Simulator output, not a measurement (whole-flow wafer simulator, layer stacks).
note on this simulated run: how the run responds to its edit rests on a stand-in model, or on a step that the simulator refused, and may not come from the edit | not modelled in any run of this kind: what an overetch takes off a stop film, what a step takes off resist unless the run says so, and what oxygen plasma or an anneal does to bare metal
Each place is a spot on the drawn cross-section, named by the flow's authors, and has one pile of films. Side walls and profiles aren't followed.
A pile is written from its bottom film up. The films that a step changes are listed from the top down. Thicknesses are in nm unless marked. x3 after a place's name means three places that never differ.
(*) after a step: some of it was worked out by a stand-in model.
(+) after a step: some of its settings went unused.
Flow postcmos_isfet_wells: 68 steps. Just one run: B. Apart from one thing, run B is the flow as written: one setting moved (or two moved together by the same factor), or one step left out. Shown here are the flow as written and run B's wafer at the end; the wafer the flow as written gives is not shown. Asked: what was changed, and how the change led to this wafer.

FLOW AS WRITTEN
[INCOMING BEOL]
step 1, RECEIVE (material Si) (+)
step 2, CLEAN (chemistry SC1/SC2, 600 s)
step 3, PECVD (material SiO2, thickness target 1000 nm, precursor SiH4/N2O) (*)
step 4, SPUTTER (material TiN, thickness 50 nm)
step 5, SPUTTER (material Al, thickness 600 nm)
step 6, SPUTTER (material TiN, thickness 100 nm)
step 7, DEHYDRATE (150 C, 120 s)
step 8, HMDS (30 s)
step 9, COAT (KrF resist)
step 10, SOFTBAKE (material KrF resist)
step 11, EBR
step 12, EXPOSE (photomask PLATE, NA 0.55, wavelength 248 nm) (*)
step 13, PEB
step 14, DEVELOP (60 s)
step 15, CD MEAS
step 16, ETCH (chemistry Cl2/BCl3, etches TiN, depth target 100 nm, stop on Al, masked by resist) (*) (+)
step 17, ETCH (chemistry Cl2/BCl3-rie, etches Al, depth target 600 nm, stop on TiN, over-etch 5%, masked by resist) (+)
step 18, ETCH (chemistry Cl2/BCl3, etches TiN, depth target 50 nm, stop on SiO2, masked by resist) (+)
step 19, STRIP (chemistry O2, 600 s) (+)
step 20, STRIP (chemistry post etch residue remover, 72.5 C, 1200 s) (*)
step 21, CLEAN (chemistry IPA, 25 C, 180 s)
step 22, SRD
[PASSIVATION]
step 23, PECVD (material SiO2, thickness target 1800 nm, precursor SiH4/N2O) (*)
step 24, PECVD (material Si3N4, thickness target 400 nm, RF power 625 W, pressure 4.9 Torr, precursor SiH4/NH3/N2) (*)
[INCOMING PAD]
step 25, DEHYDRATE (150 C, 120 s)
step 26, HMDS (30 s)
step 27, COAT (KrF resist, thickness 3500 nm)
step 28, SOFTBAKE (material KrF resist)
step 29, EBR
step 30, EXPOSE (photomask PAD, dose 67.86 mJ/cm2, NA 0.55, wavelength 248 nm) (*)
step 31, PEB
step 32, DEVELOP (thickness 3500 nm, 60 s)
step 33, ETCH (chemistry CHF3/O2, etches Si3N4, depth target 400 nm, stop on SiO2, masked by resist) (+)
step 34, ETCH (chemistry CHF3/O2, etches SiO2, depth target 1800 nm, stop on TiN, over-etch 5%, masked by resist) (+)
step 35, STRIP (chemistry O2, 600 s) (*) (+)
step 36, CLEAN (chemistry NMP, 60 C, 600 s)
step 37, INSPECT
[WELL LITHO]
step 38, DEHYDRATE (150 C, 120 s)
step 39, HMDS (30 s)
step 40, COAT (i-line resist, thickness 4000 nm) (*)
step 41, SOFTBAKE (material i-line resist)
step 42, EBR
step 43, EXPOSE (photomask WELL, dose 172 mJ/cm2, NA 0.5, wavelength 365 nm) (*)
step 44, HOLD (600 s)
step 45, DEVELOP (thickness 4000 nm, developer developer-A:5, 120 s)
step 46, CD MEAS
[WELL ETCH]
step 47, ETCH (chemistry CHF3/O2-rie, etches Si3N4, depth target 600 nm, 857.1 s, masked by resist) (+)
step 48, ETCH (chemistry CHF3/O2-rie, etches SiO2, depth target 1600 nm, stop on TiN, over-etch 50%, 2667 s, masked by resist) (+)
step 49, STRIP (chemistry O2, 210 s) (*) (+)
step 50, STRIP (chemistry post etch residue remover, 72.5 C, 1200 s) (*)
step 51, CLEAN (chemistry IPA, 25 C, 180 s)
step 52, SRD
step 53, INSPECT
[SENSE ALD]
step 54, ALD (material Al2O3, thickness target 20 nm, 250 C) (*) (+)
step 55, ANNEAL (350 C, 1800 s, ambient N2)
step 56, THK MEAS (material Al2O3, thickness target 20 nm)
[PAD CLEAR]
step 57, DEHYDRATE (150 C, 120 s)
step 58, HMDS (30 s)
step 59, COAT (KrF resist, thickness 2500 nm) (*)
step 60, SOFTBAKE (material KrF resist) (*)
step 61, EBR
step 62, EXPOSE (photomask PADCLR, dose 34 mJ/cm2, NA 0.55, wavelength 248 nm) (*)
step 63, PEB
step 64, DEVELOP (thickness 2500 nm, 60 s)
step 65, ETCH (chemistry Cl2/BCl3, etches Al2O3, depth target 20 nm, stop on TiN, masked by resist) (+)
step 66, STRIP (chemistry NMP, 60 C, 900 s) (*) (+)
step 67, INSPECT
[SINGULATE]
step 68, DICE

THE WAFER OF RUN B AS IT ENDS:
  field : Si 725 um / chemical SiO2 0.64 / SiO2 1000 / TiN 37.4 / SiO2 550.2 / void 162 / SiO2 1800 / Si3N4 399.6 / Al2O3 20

The reason: step 17, ETCH: depth target 510 nm was run, whereas the flow has depth target 600 nm.

Step by step, how the change led to this:
  step 17, ETCH (chemistry Cl2/BCl3-rie, etches Al, depth target 600 nm, stop on TiN, over-etch 5%, masked by resist) (+)
      field: -510 Al (as written it would have been: -600 Al (all of it))
      margin, well900, well1300, well2000, well3000, pad_rim, pad_clr, pad_open: -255 KrF resist (as written it would have been: -300 KrF resist)
  step 18, ETCH (chemistry Cl2/BCl3, etches TiN, depth target 50 nm, stop on SiO2, masked by resist) (+)
      field: -90 Al (all of it), -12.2 TiN (as written it would have been: -50 TiN (all of it))
  step 19, STRIP (chemistry O2, 600 s) (+)
      margin, well900, well1300, well2000, well3000, pad_rim, pad_clr, pad_open: -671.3 KrF resist (all of it) (as written it would have been: -626.3 KrF resist (all of it))
  step 23, PECVD (material SiO2, thickness target 1800 nm, precursor SiH4/N2O) (*)
      field: +1800 SiO2 (new film), +162 void (new film), +550.2 SiO2 (new film) (as written it would have been: +1800 SiO2 (new film), +189.9 void (new film), +559.7 SiO2)
If metal films that touch count as one body, field has 1 body; the flow as written gives 0 bodies.
